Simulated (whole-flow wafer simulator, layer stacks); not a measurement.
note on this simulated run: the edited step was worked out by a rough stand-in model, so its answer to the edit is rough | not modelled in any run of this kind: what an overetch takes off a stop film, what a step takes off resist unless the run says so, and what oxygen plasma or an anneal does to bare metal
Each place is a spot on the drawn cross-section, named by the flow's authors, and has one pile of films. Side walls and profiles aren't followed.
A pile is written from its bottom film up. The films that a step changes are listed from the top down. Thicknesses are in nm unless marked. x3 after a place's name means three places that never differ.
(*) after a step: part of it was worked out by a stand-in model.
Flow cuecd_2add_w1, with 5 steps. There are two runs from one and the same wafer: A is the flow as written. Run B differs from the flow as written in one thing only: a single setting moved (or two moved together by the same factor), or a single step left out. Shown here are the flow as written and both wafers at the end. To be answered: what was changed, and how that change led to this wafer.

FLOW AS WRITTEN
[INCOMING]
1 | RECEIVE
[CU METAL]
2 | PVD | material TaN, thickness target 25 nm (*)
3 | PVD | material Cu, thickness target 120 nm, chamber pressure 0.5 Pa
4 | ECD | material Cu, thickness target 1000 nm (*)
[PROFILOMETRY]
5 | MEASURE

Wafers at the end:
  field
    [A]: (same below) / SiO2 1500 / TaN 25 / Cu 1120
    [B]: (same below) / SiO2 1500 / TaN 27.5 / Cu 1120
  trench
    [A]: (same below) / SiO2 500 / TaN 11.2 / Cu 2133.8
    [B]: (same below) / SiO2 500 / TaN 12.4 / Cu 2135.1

Cause: step 2, PVD: thickness target 27.5 nm was run, though the flow has thickness target 25 nm.
The wafer lets one read it off: field has TaN 27.5, and step 2 as written asks for 25 nm.

Step by step, how the change led to this:
  2 | PVD | material TaN, thickness target 25 nm (*)
      field: A +25 TaN (new film) | B +27.5 TaN (new film)
      trench: A +11.2 TaN (new film) | B +12.4 TaN (new film)
